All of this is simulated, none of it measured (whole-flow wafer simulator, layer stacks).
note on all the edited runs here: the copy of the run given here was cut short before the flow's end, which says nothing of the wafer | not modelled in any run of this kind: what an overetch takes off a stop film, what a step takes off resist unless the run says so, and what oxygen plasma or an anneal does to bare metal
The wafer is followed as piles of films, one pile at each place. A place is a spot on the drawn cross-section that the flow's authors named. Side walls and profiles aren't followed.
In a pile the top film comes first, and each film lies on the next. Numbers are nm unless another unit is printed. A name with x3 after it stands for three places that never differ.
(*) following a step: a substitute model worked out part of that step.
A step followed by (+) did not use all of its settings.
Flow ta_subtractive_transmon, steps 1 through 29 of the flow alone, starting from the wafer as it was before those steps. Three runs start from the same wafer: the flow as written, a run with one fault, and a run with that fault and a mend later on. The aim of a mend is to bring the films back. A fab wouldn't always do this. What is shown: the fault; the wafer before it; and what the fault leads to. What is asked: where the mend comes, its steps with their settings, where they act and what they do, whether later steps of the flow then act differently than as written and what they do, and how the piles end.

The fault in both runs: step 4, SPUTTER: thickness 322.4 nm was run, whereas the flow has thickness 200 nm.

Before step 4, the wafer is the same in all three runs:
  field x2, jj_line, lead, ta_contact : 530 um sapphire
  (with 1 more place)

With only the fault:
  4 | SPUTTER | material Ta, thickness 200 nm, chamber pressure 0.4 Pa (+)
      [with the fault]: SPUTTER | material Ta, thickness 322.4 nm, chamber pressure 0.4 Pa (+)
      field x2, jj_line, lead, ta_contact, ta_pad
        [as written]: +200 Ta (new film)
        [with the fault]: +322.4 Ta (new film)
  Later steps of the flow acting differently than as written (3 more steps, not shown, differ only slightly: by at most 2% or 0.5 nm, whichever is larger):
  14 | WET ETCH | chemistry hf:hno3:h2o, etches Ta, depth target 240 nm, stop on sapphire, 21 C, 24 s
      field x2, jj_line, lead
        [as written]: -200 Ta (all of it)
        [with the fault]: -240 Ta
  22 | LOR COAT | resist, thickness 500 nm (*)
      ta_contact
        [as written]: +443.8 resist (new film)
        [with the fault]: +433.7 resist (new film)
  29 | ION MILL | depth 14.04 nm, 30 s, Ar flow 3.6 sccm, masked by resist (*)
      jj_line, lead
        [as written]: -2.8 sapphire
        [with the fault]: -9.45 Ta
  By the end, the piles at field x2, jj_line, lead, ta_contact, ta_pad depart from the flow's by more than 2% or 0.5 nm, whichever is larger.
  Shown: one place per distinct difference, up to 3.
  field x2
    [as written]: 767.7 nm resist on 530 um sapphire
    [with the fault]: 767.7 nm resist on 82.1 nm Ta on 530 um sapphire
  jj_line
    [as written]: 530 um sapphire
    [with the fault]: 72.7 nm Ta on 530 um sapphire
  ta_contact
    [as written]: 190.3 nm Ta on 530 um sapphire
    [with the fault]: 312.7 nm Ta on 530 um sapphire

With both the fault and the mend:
  The mend follows step 5.
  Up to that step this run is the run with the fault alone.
  5a | WET ETCH | chemistry hf:hno3:h2o, etches Ta, depth target 122.4 nm, stop on sapphire, 21 C, 12.24 s
      field x2, jj_line, lead, ta_contact, ta_pad
        -122.4 Ta
  Later steps of the flow that are run all act as written at every place that is followed.
  By the end, the piles equal the flow's at every place that both follow.
